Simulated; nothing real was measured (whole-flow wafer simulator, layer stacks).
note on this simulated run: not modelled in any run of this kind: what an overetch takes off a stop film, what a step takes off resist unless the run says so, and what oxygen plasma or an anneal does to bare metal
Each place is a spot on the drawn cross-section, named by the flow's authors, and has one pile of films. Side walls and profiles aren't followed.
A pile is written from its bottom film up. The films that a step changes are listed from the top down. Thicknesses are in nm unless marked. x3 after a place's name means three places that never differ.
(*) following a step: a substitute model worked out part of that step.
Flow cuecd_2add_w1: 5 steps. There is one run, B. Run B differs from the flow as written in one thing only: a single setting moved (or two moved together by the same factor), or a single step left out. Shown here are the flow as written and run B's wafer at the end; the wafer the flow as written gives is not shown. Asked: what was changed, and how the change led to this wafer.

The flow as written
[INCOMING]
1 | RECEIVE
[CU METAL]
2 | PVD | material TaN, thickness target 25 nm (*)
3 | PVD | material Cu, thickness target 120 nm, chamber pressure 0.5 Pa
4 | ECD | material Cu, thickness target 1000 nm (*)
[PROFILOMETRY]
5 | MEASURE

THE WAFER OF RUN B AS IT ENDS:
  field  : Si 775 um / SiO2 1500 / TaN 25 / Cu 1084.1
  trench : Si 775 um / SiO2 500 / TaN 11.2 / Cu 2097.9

The reason: step 3, PVD: thickness target 84.1 nm was run, though the flow has thickness target 120 nm.

The path from the change to this, step by step:
  3 | PVD | material Cu, thickness target 120 nm, chamber pressure 0.5 Pa
      field: Cu gains 84.1 (new film) (as written it would have been: Cu gains 120 (new film))
      trench: Cu gains 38 (new film) (as written it would have been: Cu gains 53.6 (new film))
